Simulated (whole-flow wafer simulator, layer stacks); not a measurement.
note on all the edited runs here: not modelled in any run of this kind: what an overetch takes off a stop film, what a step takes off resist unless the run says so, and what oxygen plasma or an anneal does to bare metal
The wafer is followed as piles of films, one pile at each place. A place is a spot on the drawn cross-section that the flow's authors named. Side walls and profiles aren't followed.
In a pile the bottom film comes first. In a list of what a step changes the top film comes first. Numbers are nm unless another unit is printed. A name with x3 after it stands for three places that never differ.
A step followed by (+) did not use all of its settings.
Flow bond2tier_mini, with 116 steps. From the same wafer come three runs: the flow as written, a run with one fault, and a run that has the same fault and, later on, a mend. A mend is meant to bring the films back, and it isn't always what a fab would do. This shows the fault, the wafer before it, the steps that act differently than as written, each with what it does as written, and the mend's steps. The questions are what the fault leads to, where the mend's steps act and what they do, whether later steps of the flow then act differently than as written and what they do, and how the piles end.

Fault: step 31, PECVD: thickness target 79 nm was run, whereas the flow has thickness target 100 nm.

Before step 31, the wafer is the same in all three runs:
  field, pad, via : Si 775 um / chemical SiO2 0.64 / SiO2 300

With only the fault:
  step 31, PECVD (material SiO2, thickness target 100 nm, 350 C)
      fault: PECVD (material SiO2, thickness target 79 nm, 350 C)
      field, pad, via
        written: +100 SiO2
        fault: +79 SiO2
  None of the later steps of the flow acts differently than as written at any place that is followed.
  By the end, the piles at field, pad depart from the flow's by more than 2% or 0.5 nm, whichever is larger.
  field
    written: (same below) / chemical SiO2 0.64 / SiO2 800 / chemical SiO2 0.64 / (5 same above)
    fault: (same below) / chemical SiO2 0.64 / SiO2 779 / chemical SiO2 0.64 / (5 same above)
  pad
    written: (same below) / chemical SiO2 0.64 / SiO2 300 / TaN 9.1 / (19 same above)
    fault: (same below) / chemical SiO2 0.64 / SiO2 279 / TaN 9.1 / (19 same above)

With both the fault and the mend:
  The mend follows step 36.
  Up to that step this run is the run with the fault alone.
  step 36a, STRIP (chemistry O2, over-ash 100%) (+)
      field
        -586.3 KrF resist (all of it)
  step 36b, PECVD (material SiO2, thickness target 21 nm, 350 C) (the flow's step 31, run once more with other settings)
      field, pad, via
        +21 SiO2
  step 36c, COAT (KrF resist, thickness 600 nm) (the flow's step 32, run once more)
      field, pad, via
        +600 KrF resist (new film)
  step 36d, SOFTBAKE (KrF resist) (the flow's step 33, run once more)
      leaves every film unchanged at each place that is followed
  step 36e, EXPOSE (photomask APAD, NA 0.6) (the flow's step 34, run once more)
      leaves every film unchanged at each place that is followed
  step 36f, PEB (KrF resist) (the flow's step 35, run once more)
      leaves every film unchanged at each place that is followed
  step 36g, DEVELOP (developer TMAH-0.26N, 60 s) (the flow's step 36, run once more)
      pad, via
        -600 KrF resist (all of it)
      field
        -13.7 KrF resist
  None of the later steps of the flow acts differently than as written at any place that is followed.
  The piles end the same as the flow's at every place that both follow.
